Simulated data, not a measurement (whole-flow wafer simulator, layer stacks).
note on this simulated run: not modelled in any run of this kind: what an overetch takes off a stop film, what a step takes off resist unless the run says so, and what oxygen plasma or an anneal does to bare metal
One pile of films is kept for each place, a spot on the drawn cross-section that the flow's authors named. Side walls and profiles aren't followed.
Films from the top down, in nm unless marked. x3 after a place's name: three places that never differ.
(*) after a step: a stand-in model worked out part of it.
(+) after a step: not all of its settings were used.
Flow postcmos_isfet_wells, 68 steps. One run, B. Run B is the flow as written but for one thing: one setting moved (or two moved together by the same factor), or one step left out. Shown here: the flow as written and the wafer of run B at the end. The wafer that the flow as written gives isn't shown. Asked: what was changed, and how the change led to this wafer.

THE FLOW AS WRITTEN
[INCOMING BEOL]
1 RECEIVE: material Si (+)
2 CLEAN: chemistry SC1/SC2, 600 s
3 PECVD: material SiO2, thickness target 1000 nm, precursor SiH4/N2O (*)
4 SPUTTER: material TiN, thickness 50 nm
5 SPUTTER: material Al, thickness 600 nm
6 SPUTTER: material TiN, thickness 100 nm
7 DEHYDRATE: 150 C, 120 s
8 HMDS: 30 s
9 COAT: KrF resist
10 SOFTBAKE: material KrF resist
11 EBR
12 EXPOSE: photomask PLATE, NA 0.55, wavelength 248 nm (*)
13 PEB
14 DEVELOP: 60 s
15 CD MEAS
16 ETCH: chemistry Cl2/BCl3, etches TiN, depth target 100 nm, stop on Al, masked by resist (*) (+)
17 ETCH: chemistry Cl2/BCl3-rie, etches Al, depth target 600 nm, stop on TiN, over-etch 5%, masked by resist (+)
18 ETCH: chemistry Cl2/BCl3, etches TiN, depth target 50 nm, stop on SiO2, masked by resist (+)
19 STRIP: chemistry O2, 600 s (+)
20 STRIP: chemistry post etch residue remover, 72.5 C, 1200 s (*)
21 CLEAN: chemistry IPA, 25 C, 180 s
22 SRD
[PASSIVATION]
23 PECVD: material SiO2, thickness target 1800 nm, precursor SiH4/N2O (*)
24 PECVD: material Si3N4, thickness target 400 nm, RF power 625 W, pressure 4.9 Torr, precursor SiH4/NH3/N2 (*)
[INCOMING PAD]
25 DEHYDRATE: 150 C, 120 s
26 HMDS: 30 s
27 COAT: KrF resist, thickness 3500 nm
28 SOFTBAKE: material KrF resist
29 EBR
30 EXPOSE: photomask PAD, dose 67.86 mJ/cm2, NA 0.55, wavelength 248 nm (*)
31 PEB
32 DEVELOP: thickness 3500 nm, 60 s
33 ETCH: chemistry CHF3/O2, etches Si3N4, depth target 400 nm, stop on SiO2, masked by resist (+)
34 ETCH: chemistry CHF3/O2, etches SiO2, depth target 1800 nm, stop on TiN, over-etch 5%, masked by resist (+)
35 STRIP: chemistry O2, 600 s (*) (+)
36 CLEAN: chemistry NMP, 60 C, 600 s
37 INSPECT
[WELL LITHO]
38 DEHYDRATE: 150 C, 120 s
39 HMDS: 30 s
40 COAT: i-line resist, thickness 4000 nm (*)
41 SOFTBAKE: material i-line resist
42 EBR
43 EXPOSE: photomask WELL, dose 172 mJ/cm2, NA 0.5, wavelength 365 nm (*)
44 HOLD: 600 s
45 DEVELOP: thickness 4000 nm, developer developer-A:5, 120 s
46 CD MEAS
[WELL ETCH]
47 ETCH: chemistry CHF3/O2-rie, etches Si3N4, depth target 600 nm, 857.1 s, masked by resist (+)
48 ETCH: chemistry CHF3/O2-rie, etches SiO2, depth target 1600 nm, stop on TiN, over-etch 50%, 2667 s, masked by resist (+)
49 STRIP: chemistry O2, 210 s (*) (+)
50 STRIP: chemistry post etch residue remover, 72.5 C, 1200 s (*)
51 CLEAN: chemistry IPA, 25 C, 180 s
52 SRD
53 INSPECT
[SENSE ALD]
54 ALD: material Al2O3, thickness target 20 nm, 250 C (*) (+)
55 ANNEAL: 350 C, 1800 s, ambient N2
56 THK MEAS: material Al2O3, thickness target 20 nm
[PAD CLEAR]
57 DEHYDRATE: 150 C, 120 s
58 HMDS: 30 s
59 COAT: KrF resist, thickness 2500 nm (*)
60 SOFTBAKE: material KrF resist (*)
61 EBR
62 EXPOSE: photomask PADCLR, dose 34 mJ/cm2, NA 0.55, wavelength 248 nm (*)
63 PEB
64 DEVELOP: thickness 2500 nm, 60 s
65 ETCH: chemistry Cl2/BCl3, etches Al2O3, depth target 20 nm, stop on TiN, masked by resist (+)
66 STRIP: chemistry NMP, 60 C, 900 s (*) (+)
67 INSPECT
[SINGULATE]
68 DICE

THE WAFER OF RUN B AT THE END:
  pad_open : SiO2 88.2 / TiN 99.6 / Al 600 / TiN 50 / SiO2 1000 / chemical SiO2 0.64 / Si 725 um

The cause: step 33, ETCH: depth target 316 nm was run, where the flow has depth target 400 nm.

How the change led to this, step by step:
  33 ETCH: chemistry CHF3/O2, etches Si3N4, depth target 400 nm, stop on SiO2, masked by resist (+)
      pad_open: Si3N4 -316 (as written it would be: Si3N4 -400 (all of it))
      field, margin, well900, well1300 x3, pad_rim, pad_clr: KrF resist -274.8 (as written it would be: KrF resist -347.8)
  34 ETCH: chemistry CHF3/O2, etches SiO2, depth target 1800 nm, stop on TiN, over-etch 5%, masked by resist (+)
      pad_open: Si3N4 -84 (all of it), SiO2 -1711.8 (as written it would be: SiO2 -1800 (all of it))
  35 STRIP: chemistry O2, 600 s (*) (+)
      field, margin, well900, well1300 x3, pad_rim, pad_clr: KrF resist -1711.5 (all of it) (as written it would be: KrF resist -1638.4 (all of it))
  41 SOFTBAKE: material i-line resist
      pad_clr: i-line resist -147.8 (as written it would be: i-line resist -156.7)
      pad_open: i-line resist +111.4 (as written it would be: i-line resist +115.3)
